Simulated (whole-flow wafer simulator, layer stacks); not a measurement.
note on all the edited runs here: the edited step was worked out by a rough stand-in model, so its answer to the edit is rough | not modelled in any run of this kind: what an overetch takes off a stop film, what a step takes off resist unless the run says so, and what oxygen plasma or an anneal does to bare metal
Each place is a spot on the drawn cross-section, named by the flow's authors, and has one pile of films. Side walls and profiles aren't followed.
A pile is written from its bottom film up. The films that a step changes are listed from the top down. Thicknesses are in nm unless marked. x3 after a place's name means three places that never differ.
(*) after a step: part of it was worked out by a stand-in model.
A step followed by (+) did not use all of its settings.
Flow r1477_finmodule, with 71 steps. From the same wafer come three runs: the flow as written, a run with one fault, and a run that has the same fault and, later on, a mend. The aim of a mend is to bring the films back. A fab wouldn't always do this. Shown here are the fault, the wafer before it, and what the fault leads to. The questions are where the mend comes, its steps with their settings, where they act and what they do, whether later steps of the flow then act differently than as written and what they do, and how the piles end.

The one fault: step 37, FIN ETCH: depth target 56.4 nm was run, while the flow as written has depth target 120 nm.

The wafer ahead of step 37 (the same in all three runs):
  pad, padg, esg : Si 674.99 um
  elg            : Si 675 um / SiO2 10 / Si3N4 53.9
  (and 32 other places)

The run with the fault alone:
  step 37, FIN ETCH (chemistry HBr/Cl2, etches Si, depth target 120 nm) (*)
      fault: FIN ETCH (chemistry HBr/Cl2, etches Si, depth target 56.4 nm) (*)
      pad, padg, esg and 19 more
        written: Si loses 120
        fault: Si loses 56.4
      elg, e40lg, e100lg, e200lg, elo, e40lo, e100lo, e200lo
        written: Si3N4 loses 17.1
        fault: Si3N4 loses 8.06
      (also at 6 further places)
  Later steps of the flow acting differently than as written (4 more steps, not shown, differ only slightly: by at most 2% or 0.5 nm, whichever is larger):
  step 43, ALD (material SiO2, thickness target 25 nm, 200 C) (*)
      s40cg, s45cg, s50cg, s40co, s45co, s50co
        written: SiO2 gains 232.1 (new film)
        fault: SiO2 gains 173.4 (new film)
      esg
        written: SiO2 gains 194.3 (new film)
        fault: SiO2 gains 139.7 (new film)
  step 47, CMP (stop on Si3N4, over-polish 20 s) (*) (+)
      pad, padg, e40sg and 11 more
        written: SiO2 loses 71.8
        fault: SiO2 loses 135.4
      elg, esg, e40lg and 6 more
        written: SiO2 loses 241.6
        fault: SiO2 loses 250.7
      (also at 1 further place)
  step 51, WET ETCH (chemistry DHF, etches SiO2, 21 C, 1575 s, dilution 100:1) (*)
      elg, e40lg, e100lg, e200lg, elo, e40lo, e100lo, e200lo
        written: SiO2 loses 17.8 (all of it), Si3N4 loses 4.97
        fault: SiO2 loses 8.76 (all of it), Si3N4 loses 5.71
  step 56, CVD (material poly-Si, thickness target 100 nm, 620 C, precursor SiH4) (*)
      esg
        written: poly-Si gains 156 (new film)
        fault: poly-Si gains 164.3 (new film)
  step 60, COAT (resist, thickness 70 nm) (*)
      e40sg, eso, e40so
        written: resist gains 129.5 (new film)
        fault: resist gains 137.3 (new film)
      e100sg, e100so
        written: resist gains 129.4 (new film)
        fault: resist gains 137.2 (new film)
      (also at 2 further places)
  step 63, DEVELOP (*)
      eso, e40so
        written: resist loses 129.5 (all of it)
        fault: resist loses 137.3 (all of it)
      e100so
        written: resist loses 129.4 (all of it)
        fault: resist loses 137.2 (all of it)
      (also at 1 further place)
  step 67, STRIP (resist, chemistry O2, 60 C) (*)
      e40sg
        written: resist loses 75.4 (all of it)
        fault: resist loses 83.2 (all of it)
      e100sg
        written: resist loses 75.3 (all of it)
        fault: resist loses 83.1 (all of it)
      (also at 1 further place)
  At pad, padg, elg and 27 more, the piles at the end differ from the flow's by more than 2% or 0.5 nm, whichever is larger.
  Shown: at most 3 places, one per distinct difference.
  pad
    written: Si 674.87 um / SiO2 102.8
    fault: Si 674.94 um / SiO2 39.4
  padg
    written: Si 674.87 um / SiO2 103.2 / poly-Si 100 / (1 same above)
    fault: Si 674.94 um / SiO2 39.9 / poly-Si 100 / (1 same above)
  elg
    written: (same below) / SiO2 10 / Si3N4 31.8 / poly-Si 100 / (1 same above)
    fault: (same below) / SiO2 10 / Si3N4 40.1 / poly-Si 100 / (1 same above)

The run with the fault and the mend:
  The mend follows step 38.
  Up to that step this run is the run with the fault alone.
  step 38a, FIN ETCH (chemistry HBr/Cl2, etches Si, depth target 63.6 nm) (*) (the flow's step 37, run once more with other settings)
      pad, padg, esg and 19 more
        Si loses 63.6
      elg, e40lg, e100lg, e200lg, elo, e40lo, e100lo, e200lo
        Si3N4 loses 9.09
      s40sg_line, s45sg_line, s50sg_line, s40so_line, s45so_line, s50so_line
        SiO2 loses 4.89
  None of the later steps of the flow acts differently than as written at any place that is followed.
  By the end, the piles equal the flow's at every place that both follow.
